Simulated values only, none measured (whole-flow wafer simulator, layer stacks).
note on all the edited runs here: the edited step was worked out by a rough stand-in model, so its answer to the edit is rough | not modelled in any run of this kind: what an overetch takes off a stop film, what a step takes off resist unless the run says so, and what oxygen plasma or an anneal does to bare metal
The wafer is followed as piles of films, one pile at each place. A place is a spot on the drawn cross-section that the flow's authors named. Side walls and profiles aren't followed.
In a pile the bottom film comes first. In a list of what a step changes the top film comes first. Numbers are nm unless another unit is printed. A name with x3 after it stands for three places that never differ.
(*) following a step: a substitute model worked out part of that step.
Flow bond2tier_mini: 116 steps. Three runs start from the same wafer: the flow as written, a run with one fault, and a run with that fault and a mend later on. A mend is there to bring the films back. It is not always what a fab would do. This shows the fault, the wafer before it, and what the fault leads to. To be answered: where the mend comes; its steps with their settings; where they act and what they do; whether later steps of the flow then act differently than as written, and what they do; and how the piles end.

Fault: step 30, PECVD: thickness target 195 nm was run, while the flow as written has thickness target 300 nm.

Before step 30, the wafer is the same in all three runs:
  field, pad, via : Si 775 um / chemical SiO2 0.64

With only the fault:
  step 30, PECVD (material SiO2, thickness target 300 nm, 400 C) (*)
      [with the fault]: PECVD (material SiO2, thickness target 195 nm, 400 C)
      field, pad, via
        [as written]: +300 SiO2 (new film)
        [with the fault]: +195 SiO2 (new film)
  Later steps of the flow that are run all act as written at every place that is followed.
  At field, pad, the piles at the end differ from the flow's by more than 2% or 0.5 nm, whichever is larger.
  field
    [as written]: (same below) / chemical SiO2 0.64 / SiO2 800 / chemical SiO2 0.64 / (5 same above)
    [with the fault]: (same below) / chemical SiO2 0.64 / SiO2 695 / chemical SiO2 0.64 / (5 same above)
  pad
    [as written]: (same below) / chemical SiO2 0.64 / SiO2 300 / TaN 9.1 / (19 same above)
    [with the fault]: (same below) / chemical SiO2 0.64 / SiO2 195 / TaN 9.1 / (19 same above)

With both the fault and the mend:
  After step 30 comes the mend.
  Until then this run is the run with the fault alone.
  step 30a, PECVD (material SiO2, thickness target 105 nm, 400 C) (a further turn of the flow's step 30, with different settings)
      field, pad, via
        +105 SiO2
  Later steps of the flow that are run all act as written at every place that is followed.
  By the end, the piles equal the flow's at every place that both follow.
